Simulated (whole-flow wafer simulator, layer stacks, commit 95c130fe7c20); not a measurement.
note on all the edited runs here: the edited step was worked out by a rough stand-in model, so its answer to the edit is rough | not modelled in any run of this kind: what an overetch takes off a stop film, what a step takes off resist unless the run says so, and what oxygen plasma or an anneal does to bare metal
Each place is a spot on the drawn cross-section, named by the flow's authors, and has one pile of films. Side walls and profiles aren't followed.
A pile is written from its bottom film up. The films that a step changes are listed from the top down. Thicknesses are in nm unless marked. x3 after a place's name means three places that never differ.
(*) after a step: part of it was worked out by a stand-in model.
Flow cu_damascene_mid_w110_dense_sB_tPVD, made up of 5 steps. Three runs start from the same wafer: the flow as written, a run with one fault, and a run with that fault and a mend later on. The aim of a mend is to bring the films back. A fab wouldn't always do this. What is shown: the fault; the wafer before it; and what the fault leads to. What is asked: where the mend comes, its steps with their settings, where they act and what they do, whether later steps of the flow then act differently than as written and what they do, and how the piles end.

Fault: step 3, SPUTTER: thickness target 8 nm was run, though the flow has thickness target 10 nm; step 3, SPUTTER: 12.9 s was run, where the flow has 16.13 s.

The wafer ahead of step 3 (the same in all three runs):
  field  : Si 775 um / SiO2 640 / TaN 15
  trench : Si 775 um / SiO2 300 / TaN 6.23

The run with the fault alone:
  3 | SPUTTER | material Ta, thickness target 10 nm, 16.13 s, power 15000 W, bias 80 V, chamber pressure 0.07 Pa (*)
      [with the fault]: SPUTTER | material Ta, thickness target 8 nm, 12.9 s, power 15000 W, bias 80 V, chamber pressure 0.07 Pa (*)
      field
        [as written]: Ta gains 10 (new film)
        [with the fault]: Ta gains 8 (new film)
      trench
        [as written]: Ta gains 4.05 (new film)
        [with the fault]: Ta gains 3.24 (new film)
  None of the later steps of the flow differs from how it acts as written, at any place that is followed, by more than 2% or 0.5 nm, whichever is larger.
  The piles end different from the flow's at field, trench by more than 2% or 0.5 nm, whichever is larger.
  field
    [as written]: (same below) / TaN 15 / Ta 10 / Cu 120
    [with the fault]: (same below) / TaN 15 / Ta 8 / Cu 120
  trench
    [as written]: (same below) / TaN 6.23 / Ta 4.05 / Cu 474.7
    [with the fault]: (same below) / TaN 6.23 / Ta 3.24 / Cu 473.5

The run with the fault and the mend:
  After step 3 comes the mend.
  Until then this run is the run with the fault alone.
  3a | SPUTTER | material Ta, thickness target 2 nm, 3.226 s, power 15000 W, bias 80 V, chamber pressure 0.07 Pa (*) (a further turn of the flow's step 3, with different settings)
      field
        Ta gains 2
      trench
        Ta gains 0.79
  None of the later steps of the flow differs from how it acts as written, at any place that is followed, by more than 2% or 0.5 nm, whichever is larger.
  The piles end only slightly different from the flow's at the places that both follow, by no more than 2% or 0.5 nm, whichever is larger.
